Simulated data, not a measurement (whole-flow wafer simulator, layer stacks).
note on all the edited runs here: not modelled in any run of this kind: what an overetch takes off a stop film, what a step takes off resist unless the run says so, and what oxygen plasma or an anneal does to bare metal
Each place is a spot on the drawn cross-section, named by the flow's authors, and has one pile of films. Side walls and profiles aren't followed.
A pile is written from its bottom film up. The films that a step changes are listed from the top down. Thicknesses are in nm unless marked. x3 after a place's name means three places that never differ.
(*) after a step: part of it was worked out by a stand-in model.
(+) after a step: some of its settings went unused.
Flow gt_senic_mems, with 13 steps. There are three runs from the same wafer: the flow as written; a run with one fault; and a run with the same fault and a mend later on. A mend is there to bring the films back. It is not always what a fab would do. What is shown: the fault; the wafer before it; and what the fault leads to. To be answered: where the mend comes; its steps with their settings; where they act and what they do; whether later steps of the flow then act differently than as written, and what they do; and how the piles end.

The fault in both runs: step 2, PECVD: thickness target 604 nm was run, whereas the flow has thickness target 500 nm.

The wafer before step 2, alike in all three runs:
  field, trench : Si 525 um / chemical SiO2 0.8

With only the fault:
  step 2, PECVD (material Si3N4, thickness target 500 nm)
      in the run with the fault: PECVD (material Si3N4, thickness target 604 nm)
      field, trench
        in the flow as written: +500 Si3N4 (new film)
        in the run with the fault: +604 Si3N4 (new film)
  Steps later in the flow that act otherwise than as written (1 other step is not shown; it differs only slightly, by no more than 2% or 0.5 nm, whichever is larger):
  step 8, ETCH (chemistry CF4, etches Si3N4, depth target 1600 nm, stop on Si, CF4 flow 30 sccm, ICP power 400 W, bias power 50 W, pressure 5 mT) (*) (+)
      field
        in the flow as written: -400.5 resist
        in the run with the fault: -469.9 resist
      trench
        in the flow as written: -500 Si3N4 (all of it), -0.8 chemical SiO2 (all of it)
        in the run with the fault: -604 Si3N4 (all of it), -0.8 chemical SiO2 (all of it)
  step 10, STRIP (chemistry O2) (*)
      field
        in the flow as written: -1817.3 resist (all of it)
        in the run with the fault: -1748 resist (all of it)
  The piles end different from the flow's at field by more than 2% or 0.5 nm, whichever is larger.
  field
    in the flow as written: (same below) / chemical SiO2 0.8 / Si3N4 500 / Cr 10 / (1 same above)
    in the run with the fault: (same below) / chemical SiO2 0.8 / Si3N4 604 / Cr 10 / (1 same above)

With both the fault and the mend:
  The mend follows step 2.
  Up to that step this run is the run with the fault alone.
  step 2a, ETCH (chemistry h3po4, depth target 104 nm)
      field, trench
        -104 Si3N4
  Every later step of the flow that is run acts as written at every place that is followed.
  At every place that both follow, the piles at the end match the flow's.
